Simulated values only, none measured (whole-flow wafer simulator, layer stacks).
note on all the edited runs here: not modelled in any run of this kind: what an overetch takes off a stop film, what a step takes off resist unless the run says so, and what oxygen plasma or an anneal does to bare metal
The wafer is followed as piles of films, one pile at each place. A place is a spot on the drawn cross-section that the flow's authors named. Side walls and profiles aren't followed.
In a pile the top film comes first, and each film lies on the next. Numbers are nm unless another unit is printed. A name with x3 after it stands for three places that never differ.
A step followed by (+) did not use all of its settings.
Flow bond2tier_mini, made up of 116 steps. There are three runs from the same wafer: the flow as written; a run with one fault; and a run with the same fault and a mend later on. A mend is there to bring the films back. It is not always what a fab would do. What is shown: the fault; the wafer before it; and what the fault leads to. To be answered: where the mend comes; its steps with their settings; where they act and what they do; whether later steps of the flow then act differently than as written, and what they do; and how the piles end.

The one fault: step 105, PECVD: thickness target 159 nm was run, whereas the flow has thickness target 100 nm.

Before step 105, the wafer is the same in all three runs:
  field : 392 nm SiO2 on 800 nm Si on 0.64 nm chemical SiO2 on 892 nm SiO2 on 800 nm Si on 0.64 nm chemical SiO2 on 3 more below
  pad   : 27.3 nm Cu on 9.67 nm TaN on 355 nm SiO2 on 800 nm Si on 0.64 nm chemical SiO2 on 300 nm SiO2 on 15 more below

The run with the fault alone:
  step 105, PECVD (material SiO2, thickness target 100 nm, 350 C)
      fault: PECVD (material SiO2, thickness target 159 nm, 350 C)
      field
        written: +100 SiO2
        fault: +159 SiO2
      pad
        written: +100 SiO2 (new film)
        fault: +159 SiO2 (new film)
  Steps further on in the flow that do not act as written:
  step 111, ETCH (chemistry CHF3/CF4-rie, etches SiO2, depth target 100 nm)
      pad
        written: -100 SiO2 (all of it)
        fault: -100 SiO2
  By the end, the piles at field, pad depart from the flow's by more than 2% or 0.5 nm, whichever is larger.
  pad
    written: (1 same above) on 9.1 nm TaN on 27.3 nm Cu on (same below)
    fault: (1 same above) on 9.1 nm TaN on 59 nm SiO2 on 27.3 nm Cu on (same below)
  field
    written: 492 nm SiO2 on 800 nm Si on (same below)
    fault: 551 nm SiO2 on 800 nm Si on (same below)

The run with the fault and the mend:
  The mend follows step 110.
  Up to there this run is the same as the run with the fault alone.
  step 110a, STRIP (chemistry O2, over-ash 100%) (+)
      field
        -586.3 KrF resist (all of it)
  step 110b, ETCH (chemistry CHF3/CF4-rie, etches SiO2, depth target 59 nm) (a further turn of the flow's step 62, with different settings)
      field, pad
        -59 SiO2
  step 110c, COAT (KrF resist, thickness 600 nm) (a further turn of the flow's step 106)
      field, pad
        +600 KrF resist (new film)
  step 110d, SOFTBAKE (KrF resist) (a further turn of the flow's step 107)
      alters no film at any place that is followed
  step 110e, EXPOSE (photomask T3PAD, NA 0.6) (a further turn of the flow's step 108)
      alters no film at any place that is followed
  step 110f, PEB (KrF resist) (a further turn of the flow's step 109)
      alters no film at any place that is followed
  step 110g, DEVELOP (developer TMAH-0.26N, 60 s) (a further turn of the flow's step 110)
      field
        -13.7 KrF resist
      pad
        -600 KrF resist (all of it)
  None of the later steps of the flow acts differently than as written at any place that is followed.
  At every place that both follow, the piles at the end match the flow's.
